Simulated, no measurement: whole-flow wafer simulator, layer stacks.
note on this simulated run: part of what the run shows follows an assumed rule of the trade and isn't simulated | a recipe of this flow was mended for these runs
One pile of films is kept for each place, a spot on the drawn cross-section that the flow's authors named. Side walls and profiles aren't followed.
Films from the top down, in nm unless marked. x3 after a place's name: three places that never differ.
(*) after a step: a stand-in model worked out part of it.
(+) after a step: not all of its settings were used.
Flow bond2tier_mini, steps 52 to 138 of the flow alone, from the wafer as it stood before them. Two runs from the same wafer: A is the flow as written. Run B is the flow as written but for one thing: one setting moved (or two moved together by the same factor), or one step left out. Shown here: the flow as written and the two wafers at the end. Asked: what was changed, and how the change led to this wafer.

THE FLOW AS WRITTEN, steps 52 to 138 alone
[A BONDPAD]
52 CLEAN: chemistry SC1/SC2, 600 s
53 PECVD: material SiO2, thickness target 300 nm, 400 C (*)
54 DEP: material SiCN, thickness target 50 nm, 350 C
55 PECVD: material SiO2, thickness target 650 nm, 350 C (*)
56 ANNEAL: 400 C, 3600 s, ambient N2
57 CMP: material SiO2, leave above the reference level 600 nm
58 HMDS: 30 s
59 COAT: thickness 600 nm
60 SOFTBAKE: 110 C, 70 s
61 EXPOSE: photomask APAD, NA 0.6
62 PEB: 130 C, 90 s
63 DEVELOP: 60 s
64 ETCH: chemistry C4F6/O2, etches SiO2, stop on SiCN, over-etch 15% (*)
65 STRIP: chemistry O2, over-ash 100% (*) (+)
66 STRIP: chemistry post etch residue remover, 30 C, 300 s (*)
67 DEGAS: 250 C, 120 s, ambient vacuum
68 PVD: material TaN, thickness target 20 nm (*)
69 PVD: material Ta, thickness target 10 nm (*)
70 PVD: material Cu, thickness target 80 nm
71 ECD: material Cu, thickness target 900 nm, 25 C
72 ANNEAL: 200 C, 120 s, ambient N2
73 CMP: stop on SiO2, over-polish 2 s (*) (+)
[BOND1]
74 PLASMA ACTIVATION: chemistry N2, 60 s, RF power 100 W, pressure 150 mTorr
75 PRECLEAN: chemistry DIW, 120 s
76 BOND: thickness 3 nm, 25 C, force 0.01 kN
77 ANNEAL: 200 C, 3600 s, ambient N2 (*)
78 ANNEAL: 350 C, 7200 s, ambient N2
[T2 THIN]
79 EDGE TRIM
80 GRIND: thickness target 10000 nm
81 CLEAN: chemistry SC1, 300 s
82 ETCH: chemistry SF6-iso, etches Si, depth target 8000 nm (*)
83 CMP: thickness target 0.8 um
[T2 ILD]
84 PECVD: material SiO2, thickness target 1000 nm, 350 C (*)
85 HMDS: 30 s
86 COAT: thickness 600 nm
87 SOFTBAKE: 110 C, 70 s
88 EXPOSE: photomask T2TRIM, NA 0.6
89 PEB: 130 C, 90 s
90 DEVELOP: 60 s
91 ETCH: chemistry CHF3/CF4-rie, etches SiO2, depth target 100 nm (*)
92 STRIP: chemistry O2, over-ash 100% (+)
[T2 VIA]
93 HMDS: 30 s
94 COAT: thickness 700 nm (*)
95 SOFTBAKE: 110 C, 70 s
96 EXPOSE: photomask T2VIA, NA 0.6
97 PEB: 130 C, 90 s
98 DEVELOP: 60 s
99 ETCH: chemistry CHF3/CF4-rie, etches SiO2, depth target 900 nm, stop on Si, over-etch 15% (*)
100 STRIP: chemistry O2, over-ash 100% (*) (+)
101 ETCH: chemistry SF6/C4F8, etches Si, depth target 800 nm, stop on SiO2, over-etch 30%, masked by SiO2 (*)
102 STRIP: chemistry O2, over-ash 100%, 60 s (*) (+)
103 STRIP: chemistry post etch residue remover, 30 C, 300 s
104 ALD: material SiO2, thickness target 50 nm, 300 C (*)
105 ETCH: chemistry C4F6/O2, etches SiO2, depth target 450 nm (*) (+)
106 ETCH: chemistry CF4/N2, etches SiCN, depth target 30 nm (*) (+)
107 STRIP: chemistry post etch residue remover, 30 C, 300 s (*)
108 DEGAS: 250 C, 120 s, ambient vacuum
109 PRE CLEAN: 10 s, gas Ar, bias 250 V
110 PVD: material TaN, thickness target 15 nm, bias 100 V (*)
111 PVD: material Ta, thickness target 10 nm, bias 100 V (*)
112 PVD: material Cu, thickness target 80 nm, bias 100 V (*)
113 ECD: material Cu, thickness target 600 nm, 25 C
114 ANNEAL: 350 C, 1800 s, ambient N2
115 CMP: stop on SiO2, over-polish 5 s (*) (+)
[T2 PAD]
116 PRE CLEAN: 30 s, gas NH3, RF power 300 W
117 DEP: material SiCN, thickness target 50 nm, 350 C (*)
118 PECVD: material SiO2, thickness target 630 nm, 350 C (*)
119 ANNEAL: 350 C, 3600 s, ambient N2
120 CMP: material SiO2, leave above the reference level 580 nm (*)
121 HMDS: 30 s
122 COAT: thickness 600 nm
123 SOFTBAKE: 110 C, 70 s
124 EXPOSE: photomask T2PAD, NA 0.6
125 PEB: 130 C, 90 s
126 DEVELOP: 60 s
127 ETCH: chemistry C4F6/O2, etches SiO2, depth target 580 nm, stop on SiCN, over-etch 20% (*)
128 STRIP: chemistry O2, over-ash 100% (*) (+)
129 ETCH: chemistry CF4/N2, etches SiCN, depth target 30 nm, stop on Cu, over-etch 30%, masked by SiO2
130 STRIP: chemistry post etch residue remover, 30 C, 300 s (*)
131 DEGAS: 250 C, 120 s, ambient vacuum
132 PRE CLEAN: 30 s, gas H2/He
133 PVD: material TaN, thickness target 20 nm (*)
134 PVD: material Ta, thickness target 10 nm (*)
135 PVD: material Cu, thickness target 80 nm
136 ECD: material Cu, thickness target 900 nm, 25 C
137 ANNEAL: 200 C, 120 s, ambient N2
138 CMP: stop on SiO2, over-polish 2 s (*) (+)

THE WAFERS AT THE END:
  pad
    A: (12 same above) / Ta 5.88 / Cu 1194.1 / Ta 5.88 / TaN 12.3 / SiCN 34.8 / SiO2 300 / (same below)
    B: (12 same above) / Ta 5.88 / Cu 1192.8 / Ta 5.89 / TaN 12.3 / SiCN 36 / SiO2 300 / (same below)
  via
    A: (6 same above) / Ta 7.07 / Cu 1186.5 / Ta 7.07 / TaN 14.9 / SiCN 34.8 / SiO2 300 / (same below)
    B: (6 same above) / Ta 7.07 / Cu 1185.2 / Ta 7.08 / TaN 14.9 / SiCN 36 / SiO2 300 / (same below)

The cause: step 64, ETCH: over-etch 13.8% was run, where the flow has over-etch 15%.

How the change led to this, step by step:
  64 ETCH: chemistry C4F6/O2, etches SiO2, stop on SiCN, over-etch 15% (*)
      pad, via: A SiO2 -600 (all of it), SiCN -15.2 | B SiO2 -600 (all of it), SiCN -14
